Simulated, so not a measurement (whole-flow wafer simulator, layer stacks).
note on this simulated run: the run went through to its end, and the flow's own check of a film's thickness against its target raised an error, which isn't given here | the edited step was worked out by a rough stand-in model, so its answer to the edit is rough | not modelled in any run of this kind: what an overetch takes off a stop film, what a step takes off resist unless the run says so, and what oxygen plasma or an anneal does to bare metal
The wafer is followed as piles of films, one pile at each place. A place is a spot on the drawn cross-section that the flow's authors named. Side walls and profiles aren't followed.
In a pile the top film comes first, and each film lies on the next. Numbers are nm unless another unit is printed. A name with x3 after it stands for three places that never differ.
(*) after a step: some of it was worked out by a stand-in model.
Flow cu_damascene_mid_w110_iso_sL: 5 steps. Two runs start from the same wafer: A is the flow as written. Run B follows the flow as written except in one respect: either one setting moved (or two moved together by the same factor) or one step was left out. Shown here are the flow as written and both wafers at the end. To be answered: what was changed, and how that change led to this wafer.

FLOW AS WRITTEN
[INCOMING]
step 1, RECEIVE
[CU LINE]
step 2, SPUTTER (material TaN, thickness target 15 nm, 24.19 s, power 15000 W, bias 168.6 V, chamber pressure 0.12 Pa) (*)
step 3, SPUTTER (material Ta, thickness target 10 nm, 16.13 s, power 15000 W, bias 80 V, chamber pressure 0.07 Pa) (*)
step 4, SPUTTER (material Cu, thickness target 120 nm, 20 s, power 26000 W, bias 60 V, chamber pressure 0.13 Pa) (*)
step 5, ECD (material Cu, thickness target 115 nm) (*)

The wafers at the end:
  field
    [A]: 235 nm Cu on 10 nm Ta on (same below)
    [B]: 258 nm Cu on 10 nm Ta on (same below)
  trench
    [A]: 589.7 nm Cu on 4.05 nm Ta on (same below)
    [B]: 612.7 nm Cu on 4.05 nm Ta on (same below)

The reason: step 5, ECD: thickness target 138 nm was run, while the flow as written has thickness target 115 nm.

How this came from the change, step by step:
  step 5, ECD (material Cu, thickness target 115 nm) (*)
      field: A Cu gains 115 | B Cu gains 138
      trench: A Cu gains 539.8 | B Cu gains 562.8
